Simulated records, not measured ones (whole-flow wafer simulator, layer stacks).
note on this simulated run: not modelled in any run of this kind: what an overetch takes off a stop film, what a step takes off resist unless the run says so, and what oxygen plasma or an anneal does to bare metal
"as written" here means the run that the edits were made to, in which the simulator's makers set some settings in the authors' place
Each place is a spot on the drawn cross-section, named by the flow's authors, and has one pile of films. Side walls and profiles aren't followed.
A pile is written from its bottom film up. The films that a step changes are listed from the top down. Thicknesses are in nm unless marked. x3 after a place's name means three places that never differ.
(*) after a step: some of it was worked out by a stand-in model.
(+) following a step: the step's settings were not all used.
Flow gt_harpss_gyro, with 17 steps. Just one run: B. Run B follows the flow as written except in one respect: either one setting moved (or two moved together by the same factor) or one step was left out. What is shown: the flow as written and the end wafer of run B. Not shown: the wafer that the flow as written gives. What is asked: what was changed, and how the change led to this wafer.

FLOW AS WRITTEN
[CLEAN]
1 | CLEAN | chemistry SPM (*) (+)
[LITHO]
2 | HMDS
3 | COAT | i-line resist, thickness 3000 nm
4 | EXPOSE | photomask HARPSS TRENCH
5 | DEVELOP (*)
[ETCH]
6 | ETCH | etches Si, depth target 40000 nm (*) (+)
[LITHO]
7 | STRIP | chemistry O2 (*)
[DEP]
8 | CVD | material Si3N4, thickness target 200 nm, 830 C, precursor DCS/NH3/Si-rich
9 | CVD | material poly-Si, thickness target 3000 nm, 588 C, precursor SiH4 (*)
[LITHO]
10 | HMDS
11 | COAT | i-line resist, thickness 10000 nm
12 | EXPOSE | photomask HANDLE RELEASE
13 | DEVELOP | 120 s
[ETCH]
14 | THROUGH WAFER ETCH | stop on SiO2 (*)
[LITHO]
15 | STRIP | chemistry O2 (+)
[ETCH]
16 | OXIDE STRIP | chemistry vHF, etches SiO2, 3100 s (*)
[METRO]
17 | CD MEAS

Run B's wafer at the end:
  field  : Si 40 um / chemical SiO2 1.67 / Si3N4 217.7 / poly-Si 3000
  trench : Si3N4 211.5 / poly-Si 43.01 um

What caused this: step 8, CVD: 845 C was run, whereas the flow has 830 C.

Step by step, how the change led to this:
  8 | CVD | material Si3N4, thickness target 200 nm, 830 C, precursor DCS/NH3/Si-rich
      field: Si3N4 gains 217.7 (new film) (as written it would have been: Si3N4 gains 200 (new film))
      trench: Si3N4 gains 211.5 (new film) (as written it would have been: Si3N4 gains 195.9 (new film))
